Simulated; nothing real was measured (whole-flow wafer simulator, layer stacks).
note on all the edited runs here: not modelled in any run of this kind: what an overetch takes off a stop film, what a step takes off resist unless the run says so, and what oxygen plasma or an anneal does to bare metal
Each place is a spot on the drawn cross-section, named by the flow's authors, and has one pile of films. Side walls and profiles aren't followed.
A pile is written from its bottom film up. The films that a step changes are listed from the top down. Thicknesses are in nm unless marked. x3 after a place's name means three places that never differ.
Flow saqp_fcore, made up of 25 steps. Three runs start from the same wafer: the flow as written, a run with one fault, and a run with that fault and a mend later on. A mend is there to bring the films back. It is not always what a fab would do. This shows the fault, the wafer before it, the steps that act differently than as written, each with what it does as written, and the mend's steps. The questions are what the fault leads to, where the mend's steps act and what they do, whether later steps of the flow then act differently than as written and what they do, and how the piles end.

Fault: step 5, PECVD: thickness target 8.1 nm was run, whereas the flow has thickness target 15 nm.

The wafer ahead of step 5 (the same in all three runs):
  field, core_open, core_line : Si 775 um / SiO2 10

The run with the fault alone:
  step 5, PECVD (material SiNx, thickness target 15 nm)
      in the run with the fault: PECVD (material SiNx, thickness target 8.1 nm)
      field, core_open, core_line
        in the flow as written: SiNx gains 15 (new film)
        in the run with the fault: SiNx gains 8.1 (new film)
  Every later step of the flow that is run acts as written at every place that is followed.
  At field, core_open, core_line, the piles at the end differ from the flow's by more than 2% or 0.5 nm, whichever is larger.
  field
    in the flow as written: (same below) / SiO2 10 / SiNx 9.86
    in the run with the fault: (same below) / SiO2 10 / SiNx 2.96
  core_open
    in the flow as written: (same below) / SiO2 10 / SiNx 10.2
    in the run with the fault: (same below) / SiO2 10 / SiNx 3.28
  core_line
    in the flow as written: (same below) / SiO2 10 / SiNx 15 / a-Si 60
    in the run with the fault: (same below) / SiO2 10 / SiNx 8.1 / a-Si 60

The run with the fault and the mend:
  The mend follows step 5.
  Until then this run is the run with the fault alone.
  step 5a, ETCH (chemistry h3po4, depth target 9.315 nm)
      field, core_open, core_line
        SiNx loses 8.1 (all of it)
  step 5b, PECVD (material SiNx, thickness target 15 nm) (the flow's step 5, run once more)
      field, core_open, core_line
        SiNx gains 15 (new film)
  Every later step of the flow that is run acts as written at every place that is followed.
  At every place that both follow, the piles at the end match the flow's.
